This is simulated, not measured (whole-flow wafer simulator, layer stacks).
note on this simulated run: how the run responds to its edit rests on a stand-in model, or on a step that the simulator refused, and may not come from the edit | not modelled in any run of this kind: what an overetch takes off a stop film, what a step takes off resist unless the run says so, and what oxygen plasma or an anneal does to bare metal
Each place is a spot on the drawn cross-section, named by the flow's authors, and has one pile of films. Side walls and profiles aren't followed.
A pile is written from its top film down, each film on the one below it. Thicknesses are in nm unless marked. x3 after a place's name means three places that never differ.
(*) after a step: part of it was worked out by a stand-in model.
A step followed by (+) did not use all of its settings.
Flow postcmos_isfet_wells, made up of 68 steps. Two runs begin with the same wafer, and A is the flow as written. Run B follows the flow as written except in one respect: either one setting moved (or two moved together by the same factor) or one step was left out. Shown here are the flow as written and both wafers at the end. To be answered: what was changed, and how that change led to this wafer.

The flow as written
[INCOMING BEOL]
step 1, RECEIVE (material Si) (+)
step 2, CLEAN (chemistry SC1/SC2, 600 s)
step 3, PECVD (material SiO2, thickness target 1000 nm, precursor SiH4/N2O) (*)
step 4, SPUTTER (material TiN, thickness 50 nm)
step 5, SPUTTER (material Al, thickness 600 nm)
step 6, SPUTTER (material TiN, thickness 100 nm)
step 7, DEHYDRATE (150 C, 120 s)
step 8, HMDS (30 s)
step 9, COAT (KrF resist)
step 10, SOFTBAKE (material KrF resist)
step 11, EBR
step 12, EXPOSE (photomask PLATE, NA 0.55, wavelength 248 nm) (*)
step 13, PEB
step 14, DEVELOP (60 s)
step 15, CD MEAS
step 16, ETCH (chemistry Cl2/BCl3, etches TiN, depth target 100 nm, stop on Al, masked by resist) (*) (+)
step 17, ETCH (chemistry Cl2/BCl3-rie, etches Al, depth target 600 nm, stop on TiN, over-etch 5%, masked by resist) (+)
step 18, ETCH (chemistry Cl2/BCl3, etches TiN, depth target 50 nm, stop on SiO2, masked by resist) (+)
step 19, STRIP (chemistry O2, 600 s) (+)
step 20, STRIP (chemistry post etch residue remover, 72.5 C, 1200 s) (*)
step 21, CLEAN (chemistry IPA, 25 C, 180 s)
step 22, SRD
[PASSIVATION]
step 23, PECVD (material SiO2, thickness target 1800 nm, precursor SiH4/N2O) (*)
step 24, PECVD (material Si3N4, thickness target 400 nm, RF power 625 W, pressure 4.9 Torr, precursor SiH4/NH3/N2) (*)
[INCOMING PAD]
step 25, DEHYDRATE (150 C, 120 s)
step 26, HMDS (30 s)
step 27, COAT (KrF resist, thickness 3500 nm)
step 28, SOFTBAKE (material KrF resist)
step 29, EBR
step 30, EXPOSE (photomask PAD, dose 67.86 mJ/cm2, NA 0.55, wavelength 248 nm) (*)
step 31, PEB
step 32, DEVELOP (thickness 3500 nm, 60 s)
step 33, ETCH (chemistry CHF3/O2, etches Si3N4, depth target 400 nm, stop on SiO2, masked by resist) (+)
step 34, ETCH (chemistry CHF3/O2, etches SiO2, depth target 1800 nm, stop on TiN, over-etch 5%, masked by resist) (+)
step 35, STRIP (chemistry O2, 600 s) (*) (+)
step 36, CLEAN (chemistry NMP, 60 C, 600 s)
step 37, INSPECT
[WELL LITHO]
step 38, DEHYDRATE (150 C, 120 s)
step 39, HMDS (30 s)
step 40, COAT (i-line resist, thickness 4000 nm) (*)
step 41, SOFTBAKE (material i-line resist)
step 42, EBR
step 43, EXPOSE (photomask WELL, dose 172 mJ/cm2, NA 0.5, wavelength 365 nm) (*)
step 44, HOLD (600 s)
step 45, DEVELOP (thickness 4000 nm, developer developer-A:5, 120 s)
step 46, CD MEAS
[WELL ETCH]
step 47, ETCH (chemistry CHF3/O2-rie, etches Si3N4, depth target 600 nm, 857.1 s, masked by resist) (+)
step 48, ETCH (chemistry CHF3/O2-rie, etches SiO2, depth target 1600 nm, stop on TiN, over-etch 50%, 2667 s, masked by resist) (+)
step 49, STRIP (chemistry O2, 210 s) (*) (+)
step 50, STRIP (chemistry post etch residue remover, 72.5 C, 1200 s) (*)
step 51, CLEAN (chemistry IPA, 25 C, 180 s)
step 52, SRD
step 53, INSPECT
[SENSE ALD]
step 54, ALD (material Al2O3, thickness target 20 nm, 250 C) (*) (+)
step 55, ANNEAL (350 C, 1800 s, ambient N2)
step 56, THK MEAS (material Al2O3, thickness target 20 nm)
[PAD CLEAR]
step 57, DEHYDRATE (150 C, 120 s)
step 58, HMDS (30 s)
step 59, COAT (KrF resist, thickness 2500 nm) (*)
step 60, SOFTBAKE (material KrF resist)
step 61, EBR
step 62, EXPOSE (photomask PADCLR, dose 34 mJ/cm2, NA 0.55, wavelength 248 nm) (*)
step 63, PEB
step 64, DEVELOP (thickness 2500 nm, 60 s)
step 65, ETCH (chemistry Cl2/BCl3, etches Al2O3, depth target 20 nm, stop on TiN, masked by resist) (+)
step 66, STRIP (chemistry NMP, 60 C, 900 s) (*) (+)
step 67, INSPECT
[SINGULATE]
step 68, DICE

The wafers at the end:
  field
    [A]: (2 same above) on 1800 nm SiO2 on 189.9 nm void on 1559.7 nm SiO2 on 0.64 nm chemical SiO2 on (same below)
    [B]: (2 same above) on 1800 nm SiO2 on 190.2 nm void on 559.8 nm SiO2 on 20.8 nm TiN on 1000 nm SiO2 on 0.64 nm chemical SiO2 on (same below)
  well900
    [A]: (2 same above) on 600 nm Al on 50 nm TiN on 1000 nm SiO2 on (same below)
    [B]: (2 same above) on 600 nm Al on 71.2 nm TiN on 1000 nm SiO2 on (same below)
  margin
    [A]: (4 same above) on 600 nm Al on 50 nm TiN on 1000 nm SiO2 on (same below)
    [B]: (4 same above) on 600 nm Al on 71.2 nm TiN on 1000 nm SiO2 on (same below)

What caused this: step 4, SPUTTER: thickness 71.2 nm was run, though the flow has thickness 50 nm.
One can read it off the wafer: well900 has TiN 71.2, and step 4 as written asks for 50 nm.

The path from the change to this, step by step:
  step 4, SPUTTER (material TiN, thickness 50 nm)
      field, margin, well900, well1300 x3, pad_rim, pad_clr, pad_open: A +50 TiN (new film) | B +71.2 TiN (new film)
  step 18, ETCH (chemistry Cl2/BCl3, etches TiN, depth target 50 nm, stop on SiO2, masked by resist) (+)
      field: A -50 TiN (all of it) | B -50 TiN
  step 23, PECVD (material SiO2, thickness target 1800 nm, precursor SiH4/N2O) (*)
      field: A +1800 SiO2 (new film), +189.9 void (new film), +559.7 SiO2 | B +1800 SiO2 (new film), +190.2 void (new film), +559.8 SiO2 (new film)
If metal films that touch count as one body, field has 1 body; the flow as written gives 0 bodies.
